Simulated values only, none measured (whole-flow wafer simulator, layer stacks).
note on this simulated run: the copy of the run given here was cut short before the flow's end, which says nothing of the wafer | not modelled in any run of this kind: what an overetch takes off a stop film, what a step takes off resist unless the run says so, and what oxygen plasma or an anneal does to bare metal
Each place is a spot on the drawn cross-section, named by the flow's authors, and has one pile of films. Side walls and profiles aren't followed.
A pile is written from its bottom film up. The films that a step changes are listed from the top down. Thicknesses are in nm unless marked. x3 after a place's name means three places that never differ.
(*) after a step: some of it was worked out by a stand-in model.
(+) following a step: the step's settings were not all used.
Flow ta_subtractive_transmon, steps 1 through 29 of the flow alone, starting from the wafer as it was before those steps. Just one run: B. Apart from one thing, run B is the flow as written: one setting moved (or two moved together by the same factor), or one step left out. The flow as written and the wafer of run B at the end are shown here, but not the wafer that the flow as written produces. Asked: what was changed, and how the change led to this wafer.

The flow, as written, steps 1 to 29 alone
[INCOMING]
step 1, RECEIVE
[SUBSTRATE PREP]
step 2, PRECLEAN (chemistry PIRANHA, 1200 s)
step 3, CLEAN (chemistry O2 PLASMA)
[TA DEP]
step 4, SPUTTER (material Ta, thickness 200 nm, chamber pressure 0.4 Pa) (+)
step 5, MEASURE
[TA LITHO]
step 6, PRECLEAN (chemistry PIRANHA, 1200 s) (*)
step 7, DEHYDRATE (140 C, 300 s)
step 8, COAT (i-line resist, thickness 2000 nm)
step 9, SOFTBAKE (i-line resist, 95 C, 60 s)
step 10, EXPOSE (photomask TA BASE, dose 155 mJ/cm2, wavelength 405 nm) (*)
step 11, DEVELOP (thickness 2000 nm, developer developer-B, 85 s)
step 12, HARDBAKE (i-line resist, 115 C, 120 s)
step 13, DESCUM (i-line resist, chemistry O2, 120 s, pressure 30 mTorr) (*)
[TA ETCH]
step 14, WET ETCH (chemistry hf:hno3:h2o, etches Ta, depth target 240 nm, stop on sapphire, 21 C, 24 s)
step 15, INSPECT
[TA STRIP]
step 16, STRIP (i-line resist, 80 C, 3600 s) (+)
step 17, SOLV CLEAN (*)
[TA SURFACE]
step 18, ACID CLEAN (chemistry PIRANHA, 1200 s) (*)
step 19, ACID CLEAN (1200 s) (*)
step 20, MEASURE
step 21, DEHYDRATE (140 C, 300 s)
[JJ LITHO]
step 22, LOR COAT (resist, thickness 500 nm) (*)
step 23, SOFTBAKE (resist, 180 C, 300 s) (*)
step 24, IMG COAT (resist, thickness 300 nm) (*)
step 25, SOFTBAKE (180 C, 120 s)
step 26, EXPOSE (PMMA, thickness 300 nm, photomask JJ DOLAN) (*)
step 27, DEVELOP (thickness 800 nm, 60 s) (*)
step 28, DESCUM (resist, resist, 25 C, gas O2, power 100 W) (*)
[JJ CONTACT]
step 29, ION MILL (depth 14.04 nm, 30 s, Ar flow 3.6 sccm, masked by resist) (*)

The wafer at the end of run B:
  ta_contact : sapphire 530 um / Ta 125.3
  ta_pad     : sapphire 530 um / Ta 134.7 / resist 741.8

The reason: step 4, SPUTTER: thickness 135 nm was run, though the flow has thickness 200 nm.

The path from the change to this, step by step:
  step 4, SPUTTER (material Ta, thickness 200 nm, chamber pressure 0.4 Pa) (+)
      field x2, jj_line, lead, ta_contact, ta_pad: +135 Ta (new film) (in the flow as written it would be: +200 Ta (new film))
  step 14, WET ETCH (chemistry hf:hno3:h2o, etches Ta, depth target 240 nm, stop on sapphire, 21 C, 24 s)
      field x2, jj_line, lead: -135 Ta (all of it) (in the flow as written it would be: -200 Ta (all of it))
  step 22, LOR COAT (resist, thickness 500 nm) (*)
      lead: +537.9 resist (new film) (in the flow as written it would be: +554.8 resist (new film))
      ta_contact: +460.9 resist (new film) (in the flow as written it would be: +443.8 resist (new film))
  step 24, IMG COAT (resist, thickness 300 nm) (*)
      ta_pad: +287.2 resist (in the flow as written it would be: +281.3 resist)
  step 27, DEVELOP (thickness 800 nm, 60 s) (*)
      lead: -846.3 resist (all of it) (in the flow as written it would be: -867.4 resist (all of it))
      ta_contact: -752.6 resist (all of it) (in the flow as written it would be: -731.2 resist (all of it))
